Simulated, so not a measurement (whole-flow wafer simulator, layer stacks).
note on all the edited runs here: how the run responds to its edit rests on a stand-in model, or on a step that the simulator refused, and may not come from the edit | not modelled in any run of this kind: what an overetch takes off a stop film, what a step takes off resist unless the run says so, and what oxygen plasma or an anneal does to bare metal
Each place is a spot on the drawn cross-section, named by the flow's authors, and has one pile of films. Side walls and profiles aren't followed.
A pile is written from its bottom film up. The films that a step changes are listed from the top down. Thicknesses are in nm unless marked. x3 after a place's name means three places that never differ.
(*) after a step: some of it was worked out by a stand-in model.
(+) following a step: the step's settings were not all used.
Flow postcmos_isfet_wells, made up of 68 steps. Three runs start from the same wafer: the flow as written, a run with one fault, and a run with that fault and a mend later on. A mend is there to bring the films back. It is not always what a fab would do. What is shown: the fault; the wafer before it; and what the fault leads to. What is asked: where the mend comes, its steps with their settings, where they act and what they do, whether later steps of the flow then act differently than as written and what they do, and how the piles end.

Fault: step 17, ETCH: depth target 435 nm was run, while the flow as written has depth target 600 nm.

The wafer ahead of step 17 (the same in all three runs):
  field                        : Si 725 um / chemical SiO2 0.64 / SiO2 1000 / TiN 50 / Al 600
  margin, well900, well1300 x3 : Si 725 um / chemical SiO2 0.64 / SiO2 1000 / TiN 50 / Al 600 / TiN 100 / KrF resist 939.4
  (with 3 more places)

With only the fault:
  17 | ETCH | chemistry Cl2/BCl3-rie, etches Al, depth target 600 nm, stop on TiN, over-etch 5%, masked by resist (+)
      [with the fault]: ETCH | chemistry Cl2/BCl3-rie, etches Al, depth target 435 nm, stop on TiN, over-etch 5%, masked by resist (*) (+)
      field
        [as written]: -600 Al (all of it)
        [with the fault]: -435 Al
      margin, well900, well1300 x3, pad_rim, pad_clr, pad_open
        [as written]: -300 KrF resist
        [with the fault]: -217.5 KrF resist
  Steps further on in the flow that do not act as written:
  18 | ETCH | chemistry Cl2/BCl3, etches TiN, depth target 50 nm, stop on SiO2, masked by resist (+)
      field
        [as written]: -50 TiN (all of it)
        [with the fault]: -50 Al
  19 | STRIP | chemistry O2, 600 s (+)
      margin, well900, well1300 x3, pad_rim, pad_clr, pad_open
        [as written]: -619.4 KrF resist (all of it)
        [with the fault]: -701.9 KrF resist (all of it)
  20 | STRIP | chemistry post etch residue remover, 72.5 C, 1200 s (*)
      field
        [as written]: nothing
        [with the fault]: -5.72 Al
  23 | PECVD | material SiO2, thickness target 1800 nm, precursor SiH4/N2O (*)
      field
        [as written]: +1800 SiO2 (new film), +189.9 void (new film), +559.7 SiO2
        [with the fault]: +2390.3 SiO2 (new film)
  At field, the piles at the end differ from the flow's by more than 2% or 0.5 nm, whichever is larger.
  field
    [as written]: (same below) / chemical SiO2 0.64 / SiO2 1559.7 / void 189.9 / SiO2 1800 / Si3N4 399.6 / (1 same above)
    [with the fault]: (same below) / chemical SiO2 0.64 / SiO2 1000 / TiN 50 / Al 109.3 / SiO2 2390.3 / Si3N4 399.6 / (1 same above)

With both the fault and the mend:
  After step 17 comes the mend.
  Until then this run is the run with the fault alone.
  17a | ETCH | chemistry Cl2/BCl3-rie, etches Al, depth target 165 nm, stop on TiN, over-etch 5%, masked by resist (the flow's step 17 again, with other settings)
      margin, well900, well1300 x3, pad_rim, pad_clr, pad_open
        -82.5 KrF resist
      field
        -165 Al (all of it)
  Later steps of the flow that are run all act as written at every place that is followed.
  The piles end the same as the flow's at every place that both follow.
